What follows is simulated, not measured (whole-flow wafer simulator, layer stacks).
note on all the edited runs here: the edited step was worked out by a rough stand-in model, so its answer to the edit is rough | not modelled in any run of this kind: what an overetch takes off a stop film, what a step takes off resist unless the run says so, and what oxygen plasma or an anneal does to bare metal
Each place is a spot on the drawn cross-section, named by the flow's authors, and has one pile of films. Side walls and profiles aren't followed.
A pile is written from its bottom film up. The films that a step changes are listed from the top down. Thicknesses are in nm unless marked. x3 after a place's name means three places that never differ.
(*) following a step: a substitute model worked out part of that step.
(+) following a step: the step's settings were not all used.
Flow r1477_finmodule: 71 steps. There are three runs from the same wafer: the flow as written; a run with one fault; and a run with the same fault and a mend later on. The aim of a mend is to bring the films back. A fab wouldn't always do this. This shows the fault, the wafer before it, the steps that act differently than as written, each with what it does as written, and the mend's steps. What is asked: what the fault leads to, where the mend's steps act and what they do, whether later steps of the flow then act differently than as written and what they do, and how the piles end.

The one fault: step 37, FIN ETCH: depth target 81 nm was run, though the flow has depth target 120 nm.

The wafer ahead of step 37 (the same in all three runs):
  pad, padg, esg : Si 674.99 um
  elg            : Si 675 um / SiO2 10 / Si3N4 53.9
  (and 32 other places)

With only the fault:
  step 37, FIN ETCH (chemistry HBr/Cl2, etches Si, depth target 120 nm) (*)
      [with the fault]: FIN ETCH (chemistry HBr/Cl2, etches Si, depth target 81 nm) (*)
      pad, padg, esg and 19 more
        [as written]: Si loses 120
        [with the fault]: Si loses 81
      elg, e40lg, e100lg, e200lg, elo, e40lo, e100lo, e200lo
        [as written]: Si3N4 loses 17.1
        [with the fault]: Si3N4 loses 11.6
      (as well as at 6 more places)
  Later steps of the flow acting differently than as written (2 other steps are not shown; they differ only slightly, by no more than 2% or 0.5 nm, whichever is larger):
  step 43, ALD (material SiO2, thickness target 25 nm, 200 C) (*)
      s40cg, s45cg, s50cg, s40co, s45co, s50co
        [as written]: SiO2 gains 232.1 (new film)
        [with the fault]: SiO2 gains 196.1 (new film)
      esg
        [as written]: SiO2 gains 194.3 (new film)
        [with the fault]: SiO2 gains 160.8 (new film)
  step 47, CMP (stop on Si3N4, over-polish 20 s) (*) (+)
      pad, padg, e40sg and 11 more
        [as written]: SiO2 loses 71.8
        [with the fault]: SiO2 loses 110.8
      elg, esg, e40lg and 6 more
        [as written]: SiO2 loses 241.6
        [with the fault]: SiO2 loses 247.2
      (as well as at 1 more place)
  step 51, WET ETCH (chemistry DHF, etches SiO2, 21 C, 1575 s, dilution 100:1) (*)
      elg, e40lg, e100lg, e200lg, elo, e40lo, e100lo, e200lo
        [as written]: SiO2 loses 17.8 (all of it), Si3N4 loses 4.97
        [with the fault]: SiO2 loses 12.3 (all of it), Si3N4 loses 5.42
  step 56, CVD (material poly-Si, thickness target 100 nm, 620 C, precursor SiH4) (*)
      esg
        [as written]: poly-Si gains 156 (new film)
        [with the fault]: poly-Si gains 161.1 (new film)
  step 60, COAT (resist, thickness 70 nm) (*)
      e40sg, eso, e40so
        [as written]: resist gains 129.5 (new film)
        [with the fault]: resist gains 134.3 (new film)
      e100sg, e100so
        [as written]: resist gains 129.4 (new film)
        [with the fault]: resist gains 134.2 (new film)
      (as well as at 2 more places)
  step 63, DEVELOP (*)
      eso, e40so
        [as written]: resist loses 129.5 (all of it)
        [with the fault]: resist loses 134.3 (all of it)
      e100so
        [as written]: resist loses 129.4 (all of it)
        [with the fault]: resist loses 134.2 (all of it)
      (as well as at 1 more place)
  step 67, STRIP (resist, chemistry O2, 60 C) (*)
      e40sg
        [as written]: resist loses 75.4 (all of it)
        [with the fault]: resist loses 80.2 (all of it)
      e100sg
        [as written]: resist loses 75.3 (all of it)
        [with the fault]: resist loses 80.1 (all of it)
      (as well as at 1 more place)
  By the end, the piles at pad, padg, elg and 27 more depart from the flow's by more than 2% or 0.5 nm, whichever is larger.
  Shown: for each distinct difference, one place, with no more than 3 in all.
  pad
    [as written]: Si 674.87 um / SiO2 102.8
    [with the fault]: Si 674.91 um / SiO2 63.9
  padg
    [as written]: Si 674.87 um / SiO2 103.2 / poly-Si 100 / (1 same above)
    [with the fault]: Si 674.91 um / SiO2 64.4 / poly-Si 100 / (1 same above)
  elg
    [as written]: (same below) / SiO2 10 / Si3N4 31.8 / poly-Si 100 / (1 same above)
    [with the fault]: (same below) / SiO2 10 / Si3N4 36.9 / poly-Si 100 / (1 same above)

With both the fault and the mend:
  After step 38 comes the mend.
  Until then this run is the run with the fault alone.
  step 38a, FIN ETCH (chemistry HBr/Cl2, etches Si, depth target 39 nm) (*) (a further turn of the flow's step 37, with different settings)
      pad, padg, esg and 19 more
        Si loses 39
      elg, e40lg, e100lg, e200lg, elo, e40lo, e100lo, e200lo
        Si3N4 loses 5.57
      s40sg_line, s45sg_line, s50sg_line, s40so_line, s45so_line, s50so_line
        SiO2 loses 3
  Every later step of the flow that is run acts as written at every place that is followed.
  The piles end the same as the flow's at every place that both follow.
